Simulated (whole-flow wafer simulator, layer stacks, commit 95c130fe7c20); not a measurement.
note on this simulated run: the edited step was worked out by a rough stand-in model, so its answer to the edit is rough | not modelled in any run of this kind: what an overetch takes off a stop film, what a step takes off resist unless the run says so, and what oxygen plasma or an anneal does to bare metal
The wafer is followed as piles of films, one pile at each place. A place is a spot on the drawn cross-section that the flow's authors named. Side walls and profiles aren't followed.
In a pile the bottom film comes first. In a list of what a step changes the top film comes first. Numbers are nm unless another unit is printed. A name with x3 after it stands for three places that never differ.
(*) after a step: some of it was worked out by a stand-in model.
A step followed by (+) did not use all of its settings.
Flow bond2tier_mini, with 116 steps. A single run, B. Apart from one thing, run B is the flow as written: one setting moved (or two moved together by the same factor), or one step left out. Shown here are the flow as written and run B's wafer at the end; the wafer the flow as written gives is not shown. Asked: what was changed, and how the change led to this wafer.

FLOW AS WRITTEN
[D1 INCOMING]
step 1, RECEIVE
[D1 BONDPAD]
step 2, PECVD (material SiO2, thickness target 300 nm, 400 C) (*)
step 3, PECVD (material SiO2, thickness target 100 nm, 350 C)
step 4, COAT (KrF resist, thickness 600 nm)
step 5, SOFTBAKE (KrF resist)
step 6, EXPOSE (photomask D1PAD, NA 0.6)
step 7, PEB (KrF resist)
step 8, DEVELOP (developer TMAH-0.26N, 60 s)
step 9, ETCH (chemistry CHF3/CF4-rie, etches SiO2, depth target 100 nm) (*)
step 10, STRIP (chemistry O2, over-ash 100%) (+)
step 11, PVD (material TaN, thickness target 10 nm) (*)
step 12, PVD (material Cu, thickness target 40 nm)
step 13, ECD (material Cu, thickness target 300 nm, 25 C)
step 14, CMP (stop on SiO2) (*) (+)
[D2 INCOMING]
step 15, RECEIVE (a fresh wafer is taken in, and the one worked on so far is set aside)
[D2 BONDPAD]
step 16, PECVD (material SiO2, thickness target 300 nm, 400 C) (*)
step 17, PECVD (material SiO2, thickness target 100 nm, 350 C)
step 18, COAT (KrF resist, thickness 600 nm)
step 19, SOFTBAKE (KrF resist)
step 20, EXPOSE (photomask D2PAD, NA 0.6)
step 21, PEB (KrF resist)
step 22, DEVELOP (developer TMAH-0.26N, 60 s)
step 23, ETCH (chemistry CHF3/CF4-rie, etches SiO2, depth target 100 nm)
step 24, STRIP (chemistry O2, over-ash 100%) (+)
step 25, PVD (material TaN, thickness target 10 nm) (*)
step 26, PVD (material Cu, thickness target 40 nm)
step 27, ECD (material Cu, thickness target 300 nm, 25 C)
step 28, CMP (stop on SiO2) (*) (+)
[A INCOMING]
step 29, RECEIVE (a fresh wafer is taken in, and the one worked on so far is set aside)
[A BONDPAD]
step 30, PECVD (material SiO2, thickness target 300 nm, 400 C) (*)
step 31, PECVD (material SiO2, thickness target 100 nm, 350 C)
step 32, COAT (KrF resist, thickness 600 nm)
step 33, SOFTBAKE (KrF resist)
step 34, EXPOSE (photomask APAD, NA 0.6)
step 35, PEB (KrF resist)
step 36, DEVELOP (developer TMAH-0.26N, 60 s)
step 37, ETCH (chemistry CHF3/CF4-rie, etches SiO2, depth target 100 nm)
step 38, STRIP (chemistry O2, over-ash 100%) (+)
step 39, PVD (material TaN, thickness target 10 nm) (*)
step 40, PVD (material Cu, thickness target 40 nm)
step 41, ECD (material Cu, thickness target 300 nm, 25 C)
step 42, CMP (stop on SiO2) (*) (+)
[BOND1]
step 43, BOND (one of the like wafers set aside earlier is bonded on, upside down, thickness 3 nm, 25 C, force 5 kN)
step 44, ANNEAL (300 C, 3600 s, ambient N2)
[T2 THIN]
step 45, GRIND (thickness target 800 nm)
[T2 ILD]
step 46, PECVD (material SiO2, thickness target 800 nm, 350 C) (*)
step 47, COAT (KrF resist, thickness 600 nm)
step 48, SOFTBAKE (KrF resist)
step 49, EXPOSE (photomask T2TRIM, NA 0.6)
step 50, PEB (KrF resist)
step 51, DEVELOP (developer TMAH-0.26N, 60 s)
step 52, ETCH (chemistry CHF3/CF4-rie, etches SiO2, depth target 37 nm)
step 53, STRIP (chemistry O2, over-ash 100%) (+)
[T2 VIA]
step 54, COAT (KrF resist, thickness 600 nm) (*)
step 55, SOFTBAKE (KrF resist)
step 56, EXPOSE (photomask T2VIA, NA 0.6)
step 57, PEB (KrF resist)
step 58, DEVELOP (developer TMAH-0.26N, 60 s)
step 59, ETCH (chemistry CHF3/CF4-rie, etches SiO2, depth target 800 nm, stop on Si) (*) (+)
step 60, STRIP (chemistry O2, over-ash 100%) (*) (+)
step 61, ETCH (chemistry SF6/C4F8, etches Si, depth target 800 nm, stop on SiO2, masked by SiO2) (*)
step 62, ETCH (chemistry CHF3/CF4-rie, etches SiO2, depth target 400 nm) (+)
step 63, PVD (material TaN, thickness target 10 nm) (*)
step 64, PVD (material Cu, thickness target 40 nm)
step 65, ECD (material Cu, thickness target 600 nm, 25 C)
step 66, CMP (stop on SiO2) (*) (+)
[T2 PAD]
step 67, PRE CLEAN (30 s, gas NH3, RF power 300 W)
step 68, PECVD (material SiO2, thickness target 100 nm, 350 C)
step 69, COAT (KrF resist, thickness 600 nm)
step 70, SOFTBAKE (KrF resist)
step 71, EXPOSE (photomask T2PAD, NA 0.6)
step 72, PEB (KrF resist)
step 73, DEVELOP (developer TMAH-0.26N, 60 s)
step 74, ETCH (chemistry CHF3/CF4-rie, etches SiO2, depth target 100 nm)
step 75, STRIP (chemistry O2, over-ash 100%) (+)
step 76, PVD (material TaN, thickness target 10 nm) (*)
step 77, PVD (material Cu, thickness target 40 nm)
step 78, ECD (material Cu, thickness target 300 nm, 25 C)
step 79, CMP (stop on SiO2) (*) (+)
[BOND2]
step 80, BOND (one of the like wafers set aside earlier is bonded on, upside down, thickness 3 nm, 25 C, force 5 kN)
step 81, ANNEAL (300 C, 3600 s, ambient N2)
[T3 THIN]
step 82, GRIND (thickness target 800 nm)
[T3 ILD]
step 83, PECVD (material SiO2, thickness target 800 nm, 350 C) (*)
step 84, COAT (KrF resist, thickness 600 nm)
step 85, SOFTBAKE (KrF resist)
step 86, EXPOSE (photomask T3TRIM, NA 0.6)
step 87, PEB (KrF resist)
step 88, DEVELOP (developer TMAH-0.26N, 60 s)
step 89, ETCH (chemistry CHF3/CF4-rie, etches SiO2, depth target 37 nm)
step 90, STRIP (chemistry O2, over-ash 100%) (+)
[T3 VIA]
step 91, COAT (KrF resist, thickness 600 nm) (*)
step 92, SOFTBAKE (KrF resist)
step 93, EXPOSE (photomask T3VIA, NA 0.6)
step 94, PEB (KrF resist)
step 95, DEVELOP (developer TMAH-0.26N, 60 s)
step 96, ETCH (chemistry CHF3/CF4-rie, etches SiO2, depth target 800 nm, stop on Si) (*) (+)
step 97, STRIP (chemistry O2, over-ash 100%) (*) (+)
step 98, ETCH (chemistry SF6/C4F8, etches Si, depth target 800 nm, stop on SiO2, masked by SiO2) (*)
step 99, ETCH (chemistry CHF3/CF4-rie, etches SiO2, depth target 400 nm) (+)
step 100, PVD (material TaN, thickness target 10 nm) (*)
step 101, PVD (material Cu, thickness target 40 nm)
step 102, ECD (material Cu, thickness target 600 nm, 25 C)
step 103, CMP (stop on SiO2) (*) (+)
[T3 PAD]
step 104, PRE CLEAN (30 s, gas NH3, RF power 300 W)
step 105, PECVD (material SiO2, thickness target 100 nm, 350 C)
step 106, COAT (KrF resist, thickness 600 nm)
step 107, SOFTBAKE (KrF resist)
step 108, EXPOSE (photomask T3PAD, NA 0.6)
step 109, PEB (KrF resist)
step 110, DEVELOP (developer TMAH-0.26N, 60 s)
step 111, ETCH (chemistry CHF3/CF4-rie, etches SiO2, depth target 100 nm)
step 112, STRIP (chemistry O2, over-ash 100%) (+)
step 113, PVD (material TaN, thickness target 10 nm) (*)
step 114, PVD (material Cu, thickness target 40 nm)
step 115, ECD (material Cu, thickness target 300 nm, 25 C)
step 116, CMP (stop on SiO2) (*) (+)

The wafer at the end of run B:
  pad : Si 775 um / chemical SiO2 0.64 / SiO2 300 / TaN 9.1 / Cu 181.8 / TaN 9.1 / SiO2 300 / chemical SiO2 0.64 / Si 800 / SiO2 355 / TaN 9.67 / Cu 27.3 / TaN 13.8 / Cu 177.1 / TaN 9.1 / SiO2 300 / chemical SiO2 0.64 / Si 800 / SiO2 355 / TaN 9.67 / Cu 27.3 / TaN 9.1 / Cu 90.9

Cause: step 76, PVD: thickness target 15.2 nm was run, though the flow has thickness target 10 nm.

How this came from the change, step by step:
  step 76, PVD (material TaN, thickness target 10 nm) (*)
      field: +15.2 TaN (new film) (as written it would have been: +10 TaN (new film))
      pad: +13.8 TaN (new film) (as written it would have been: +9.1 TaN (new film))
  step 79, CMP (stop on SiO2) (*) (+)
      field: -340 Cu (all of it), -15.2 TaN (all of it) (as written it would have been: -340 Cu (all of it), -10 TaN (all of it))
